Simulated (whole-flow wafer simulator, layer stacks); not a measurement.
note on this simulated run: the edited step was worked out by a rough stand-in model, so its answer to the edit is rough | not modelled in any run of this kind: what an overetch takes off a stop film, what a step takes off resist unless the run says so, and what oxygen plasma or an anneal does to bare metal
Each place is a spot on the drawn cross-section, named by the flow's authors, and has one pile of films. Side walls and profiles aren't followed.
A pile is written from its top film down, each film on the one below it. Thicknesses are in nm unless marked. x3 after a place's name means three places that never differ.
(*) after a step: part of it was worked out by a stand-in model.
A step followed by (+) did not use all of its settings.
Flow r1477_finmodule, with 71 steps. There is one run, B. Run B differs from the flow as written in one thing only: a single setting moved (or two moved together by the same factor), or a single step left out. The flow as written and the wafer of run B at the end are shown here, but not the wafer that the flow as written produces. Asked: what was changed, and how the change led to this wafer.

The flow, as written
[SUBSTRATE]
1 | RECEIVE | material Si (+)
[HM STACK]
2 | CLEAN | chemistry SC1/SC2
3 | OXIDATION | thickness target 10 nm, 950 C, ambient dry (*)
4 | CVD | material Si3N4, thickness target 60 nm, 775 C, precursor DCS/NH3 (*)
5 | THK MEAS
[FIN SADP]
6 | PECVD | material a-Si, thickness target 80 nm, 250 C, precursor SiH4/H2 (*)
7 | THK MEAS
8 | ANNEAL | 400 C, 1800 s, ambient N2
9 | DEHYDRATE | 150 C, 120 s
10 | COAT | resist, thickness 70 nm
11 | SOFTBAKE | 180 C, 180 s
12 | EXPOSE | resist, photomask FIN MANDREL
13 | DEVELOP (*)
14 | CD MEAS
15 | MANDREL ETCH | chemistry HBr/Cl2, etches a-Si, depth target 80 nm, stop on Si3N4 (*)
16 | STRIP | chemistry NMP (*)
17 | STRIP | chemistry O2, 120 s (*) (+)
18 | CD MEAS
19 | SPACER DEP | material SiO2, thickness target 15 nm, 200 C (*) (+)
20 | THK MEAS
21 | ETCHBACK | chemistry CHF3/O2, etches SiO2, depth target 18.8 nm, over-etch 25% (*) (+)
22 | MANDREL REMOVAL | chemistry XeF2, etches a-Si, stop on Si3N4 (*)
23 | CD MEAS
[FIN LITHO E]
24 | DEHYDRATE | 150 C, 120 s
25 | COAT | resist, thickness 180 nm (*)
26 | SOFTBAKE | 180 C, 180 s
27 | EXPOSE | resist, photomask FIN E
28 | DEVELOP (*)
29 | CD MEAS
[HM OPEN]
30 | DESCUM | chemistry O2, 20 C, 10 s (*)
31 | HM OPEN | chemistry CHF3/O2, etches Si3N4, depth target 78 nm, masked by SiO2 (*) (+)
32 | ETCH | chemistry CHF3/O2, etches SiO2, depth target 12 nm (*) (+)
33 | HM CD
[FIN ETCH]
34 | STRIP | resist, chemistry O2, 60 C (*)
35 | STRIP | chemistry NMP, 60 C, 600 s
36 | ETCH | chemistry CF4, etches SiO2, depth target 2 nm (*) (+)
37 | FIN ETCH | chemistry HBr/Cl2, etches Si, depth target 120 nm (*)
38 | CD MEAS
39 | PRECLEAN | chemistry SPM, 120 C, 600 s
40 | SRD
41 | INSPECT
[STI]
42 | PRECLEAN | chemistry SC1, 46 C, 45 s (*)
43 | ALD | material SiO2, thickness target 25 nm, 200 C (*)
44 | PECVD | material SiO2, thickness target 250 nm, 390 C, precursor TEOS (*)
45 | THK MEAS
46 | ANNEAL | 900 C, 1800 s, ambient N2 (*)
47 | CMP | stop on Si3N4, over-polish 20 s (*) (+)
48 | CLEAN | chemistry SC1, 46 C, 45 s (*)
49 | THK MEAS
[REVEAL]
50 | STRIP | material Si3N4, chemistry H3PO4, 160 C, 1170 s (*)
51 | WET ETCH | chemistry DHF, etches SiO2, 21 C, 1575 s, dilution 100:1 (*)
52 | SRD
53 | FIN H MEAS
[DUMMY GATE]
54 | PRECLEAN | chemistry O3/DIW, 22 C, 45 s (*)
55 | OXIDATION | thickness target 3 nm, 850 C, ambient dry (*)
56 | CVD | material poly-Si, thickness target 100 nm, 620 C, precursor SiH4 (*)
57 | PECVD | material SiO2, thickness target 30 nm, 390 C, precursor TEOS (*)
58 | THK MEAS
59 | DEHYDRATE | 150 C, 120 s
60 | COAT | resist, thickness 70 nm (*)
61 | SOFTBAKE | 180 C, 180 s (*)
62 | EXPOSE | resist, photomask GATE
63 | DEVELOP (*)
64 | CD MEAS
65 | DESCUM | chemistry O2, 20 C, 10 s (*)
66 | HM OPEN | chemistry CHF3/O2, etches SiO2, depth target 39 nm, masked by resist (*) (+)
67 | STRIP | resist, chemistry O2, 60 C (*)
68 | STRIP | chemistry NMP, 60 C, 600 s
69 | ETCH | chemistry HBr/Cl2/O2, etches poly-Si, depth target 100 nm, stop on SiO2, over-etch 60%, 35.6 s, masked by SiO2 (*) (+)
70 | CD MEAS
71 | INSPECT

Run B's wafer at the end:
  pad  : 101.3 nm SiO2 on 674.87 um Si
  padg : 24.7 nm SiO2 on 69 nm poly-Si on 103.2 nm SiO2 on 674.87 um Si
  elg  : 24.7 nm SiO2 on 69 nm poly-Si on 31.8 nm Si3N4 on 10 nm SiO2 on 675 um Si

The reason: step 56, CVD: thickness target 69 nm was run, while the flow as written has thickness target 100 nm.
The wafer itself shows it: padg has poly-Si 69, and step 56 as written asks for 100 nm.

The path from the change to this, step by step:
  56 | CVD | material poly-Si, thickness target 100 nm, 620 C, precursor SiH4 (*)
      pad, padg, elg and 26 more: poly-Si gains 69 (new film) (in the flow as written it would be: poly-Si gains 100 (new film))
      s40cg, s40co: poly-Si gains 82 (new film) (in the flow as written it would be: poly-Si gains 113.9 (new film))
      (and at 5 other places as well)
  67 | STRIP | resist, chemistry O2, 60 C (*)
      s40cg: resist loses 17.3 (all of it) (in the flow as written it would be: resist loses 16.5 (all of it))
      s45cg: resist loses 17.9 (all of it) (in the flow as written it would be: resist loses 16.9 (all of it))
      (and at 1 other place as well)
  69 | ETCH | chemistry HBr/Cl2/O2, etches poly-Si, depth target 100 nm, stop on SiO2, over-etch 60%, 35.6 s, masked by SiO2 (*) (+)
      pad, eso, e40so and 8 more: chemical SiO2 loses 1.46 (all of it), poly-Si loses 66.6 (all of it), SiO2 loses 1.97 (in the flow as written it would be: chemical SiO2 loses 1.46 (all of it), poly-Si loses 97.6 (all of it), SiO2 loses 0.42)
      elo, e40lo, e100lo, e200lo: chemical SiO2 loses 1.46 (all of it), poly-Si loses 66.6 (all of it), Si3N4 loses 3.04 (in the flow as written it would be: chemical SiO2 loses 1.46 (all of it), poly-Si loses 97.6 (all of it), Si3N4 loses 0.22)
      (and at 3 other places as well)
